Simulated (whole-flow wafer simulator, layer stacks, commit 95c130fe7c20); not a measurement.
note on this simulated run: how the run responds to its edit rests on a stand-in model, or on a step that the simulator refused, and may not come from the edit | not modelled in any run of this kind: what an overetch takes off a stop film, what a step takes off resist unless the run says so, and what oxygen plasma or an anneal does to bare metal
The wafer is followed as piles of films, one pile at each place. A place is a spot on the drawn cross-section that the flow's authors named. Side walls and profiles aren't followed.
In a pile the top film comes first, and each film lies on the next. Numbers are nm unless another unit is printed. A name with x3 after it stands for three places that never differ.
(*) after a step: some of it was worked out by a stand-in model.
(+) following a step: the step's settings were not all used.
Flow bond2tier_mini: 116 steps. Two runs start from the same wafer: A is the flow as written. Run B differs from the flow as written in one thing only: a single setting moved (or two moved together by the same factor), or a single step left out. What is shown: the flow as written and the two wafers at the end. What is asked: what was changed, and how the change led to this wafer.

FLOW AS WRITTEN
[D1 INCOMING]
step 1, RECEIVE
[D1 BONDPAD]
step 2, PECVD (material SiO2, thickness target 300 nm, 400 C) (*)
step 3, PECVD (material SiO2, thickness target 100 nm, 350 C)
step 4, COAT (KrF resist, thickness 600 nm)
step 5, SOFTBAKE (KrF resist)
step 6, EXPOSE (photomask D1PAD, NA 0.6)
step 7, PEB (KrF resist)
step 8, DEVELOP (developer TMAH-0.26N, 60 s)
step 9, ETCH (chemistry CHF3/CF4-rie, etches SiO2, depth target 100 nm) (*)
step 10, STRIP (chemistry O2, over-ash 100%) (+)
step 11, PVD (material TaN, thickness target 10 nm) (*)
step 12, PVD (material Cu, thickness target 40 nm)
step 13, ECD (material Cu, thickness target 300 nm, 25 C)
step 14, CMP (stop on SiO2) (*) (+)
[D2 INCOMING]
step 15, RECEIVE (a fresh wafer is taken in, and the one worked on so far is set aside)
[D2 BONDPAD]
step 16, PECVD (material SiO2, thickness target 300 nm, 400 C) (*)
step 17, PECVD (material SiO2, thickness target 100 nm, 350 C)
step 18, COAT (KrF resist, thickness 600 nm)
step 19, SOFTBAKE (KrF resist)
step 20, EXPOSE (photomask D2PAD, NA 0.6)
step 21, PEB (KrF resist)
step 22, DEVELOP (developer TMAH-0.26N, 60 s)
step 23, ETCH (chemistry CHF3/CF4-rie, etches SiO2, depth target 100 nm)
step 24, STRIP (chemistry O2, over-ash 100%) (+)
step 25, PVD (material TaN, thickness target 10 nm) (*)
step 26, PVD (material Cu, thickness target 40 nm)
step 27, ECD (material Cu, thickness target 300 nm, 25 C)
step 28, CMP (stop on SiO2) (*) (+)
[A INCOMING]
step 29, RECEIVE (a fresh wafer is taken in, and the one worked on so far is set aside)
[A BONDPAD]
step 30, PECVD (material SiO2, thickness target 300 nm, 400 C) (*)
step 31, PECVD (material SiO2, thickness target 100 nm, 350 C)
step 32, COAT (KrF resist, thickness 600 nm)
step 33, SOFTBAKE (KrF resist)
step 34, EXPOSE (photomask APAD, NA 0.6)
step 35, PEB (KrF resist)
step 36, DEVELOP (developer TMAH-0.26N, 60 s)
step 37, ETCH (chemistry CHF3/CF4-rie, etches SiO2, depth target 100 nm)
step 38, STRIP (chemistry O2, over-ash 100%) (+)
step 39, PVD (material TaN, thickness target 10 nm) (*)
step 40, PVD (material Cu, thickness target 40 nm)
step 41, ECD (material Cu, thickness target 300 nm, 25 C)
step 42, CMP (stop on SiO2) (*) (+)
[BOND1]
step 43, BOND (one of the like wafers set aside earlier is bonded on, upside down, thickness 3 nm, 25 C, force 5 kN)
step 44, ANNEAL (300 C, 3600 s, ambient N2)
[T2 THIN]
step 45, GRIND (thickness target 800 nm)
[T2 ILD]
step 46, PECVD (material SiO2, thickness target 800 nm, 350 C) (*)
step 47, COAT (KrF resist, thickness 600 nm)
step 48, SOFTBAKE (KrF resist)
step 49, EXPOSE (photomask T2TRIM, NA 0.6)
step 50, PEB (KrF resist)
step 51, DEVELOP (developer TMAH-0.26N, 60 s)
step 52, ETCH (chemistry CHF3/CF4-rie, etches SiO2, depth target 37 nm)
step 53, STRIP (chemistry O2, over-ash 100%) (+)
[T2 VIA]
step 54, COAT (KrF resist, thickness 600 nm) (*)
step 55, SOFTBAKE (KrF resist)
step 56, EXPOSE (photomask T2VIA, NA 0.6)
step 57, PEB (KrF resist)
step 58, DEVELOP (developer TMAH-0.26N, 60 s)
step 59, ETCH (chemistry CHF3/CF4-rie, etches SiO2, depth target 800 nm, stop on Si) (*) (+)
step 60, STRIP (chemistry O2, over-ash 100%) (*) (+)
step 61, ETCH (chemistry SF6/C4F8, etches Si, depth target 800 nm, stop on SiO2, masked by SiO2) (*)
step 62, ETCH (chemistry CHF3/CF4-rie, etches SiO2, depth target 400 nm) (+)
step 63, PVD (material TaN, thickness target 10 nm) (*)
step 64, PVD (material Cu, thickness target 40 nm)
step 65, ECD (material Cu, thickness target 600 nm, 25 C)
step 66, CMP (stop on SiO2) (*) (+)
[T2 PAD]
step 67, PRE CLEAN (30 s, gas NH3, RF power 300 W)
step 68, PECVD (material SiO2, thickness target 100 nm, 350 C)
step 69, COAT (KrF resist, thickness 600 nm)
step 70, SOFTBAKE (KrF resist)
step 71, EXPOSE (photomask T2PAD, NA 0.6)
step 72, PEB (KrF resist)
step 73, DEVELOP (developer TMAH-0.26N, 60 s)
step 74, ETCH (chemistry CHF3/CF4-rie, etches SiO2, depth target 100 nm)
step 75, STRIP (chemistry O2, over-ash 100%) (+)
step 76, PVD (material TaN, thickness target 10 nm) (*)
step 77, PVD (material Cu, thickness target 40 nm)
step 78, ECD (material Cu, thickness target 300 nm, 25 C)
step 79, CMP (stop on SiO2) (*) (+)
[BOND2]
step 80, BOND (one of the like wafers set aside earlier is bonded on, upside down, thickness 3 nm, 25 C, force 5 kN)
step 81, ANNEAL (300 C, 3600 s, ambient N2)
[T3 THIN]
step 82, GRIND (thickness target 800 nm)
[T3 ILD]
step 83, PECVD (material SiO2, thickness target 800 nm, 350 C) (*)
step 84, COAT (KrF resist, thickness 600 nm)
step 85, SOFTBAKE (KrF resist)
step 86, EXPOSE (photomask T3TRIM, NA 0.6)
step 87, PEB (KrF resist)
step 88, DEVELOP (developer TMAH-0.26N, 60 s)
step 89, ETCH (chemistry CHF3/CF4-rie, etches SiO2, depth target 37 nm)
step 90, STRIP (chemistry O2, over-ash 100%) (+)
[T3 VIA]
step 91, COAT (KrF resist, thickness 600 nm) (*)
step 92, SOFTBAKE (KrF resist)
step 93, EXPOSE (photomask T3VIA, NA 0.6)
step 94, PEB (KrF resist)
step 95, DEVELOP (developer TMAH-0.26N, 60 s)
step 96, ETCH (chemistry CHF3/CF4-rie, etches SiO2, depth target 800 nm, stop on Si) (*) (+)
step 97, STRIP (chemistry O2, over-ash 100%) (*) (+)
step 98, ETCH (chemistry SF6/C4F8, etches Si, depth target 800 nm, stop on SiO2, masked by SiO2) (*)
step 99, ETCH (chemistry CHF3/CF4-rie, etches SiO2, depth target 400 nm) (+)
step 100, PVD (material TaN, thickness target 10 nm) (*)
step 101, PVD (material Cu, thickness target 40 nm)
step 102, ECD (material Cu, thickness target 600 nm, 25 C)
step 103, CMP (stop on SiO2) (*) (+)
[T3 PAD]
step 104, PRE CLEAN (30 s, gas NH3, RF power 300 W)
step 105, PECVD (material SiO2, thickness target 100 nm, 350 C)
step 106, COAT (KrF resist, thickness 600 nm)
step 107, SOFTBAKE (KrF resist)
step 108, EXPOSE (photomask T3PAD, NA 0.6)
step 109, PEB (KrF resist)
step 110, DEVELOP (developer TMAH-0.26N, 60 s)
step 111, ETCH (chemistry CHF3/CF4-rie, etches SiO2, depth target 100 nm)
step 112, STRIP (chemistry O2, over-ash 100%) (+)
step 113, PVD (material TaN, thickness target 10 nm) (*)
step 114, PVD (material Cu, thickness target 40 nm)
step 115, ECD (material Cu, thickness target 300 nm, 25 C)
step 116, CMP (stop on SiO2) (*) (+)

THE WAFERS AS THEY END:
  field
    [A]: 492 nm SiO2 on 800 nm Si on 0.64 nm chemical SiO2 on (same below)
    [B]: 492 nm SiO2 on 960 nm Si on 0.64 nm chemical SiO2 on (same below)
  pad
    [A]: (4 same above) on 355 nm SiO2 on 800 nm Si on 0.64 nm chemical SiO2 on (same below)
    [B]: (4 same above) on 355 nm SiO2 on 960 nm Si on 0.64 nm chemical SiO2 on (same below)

Cause: step 82, GRIND: thickness target 960 nm was run, though the flow has thickness target 800 nm.
The wafer lets one read it off: field has Si 960, and step 82 as written asks for 800 nm.

The path from the change to this, step by step:
  step 82, GRIND (thickness target 800 nm)
      field, pad: A Si loses 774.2 um | B Si loses 774.04 um
